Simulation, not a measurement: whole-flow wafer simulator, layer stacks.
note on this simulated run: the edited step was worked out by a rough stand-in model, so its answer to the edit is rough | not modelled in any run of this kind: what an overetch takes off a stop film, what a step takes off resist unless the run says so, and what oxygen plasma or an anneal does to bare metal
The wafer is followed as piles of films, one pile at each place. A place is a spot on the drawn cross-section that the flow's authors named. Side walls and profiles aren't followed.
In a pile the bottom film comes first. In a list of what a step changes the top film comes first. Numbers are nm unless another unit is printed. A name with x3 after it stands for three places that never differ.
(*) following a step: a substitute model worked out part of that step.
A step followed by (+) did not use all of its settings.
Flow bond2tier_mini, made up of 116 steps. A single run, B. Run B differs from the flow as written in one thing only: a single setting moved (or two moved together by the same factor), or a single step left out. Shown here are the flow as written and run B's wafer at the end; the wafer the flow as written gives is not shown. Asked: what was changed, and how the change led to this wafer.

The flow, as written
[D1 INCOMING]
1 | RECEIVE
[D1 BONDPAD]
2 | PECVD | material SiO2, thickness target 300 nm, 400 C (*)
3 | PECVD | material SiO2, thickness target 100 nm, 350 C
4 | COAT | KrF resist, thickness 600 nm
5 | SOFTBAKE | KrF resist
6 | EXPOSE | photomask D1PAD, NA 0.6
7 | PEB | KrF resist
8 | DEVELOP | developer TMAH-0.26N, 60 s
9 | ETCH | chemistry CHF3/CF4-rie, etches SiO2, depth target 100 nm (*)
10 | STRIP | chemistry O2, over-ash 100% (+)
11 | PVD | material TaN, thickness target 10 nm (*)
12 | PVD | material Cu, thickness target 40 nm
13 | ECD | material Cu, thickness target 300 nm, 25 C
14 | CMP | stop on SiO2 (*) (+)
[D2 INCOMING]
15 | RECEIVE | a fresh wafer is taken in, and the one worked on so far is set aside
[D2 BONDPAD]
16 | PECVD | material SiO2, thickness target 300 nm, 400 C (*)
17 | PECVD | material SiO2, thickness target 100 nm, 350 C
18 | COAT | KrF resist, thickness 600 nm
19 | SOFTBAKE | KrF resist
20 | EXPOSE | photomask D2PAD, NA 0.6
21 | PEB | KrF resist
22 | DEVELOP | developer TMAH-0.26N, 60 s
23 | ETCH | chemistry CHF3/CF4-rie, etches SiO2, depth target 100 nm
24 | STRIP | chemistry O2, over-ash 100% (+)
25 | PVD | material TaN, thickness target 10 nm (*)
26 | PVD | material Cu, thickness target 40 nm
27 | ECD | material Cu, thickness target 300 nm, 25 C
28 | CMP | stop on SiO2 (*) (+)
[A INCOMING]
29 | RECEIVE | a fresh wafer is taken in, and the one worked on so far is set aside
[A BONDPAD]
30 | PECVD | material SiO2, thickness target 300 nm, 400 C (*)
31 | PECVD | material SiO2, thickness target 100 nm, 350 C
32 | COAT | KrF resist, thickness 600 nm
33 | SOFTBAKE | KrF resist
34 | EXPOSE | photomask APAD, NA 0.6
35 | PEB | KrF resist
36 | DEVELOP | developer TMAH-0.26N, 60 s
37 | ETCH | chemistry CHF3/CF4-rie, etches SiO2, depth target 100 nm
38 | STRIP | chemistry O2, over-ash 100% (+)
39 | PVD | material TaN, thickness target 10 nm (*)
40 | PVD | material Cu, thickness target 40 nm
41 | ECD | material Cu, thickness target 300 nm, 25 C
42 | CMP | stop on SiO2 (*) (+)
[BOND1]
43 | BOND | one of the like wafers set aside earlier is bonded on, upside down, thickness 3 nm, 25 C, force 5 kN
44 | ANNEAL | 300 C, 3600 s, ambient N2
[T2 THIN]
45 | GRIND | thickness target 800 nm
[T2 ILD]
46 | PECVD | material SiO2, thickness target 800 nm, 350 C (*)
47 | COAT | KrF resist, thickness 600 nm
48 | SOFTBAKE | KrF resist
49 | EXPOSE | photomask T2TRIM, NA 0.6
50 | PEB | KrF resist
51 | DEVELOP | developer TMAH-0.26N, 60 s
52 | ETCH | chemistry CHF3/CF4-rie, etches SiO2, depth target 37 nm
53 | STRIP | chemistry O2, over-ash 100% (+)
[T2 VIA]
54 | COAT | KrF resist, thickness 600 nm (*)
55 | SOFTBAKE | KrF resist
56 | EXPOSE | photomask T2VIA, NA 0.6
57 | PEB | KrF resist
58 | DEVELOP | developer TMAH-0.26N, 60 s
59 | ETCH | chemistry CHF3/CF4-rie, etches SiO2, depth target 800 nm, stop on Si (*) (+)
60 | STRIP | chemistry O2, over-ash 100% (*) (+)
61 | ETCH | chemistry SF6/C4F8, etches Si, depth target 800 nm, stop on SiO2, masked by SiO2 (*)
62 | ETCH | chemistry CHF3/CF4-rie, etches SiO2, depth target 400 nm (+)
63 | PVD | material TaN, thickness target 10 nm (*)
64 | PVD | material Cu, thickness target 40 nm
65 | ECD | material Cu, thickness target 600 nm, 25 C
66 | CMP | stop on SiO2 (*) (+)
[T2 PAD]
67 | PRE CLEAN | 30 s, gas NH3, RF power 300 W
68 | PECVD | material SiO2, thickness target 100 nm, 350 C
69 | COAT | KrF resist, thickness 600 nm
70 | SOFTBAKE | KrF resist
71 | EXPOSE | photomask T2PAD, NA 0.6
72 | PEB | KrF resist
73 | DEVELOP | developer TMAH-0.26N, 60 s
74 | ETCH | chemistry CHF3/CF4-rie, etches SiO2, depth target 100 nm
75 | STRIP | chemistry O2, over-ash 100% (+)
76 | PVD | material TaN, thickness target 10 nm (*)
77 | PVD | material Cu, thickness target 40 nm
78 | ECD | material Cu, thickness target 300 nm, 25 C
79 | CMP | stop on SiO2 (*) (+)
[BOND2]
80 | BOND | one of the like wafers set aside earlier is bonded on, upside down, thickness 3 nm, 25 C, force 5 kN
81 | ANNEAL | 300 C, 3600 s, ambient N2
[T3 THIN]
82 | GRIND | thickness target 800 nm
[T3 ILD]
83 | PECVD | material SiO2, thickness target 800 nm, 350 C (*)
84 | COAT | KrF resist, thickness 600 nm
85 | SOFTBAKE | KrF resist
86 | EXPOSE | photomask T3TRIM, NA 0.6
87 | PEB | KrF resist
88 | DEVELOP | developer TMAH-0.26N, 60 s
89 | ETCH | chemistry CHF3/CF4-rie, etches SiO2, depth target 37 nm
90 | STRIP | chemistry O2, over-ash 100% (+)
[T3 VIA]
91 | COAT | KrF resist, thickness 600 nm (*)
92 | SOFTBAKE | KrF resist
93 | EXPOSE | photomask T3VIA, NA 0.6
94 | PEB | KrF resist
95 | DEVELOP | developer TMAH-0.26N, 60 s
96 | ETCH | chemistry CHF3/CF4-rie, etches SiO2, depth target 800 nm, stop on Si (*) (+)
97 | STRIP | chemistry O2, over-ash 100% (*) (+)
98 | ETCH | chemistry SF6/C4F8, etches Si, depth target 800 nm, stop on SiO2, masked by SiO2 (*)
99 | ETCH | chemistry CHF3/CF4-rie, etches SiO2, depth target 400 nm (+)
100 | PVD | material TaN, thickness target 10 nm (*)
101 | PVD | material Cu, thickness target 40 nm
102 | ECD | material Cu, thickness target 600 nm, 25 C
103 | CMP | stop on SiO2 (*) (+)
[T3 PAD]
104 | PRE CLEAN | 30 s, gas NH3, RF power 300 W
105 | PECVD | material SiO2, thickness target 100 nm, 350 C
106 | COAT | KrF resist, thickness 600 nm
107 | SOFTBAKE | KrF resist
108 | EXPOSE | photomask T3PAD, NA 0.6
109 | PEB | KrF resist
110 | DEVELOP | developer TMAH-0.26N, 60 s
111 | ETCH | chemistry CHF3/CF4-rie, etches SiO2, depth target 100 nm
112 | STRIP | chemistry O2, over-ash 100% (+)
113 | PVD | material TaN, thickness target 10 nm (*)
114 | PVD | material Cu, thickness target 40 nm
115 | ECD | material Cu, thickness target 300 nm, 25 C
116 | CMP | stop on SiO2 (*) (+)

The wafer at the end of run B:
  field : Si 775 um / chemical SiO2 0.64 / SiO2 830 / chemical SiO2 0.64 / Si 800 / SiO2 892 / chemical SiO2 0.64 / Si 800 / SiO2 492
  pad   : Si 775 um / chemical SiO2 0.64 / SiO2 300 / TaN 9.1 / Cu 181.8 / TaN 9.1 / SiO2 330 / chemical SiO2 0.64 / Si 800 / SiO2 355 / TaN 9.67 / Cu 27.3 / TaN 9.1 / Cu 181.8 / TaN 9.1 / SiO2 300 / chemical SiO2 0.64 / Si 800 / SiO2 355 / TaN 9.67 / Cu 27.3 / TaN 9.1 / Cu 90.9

The reason: step 2, PECVD: thickness target 330 nm was run, though the flow has thickness target 300 nm.
One can read it off the wafer: pad has SiO2 330, and step 2 as written asks for 300 nm.

Step by step, how the change led to this:
  2 | PECVD | material SiO2, thickness target 300 nm, 400 C (*)
      field, pad, via: SiO2 gains 330 (new film) (in the flow as written it would be: SiO2 gains 300 (new film))
  43 | BOND | one of the like wafers set aside earlier is bonded on, upside down, thickness 3 nm, 25 C, force 5 kN
      field: Si gains 775 um (new film), chemical SiO2 gains 0.64 (new film), SiO2 gains 430 (in the flow as written it would be: Si gains 775 um (new film), chemical SiO2 gains 0.64 (new film), SiO2 gains 400)
      pad: Si gains 775 um (new film), chemical SiO2 gains 0.64 (new film), SiO2 gains 330 (new film), TaN gains 9.1 (new film), Cu gains 90.9 (in the flow as written it would be: Si gains 775 um (new film), chemical SiO2 gains 0.64 (new film), SiO2 gains 300 (new film), TaN gains 9.1 (new film), Cu gains 90.9)
      (also at 1 further place)
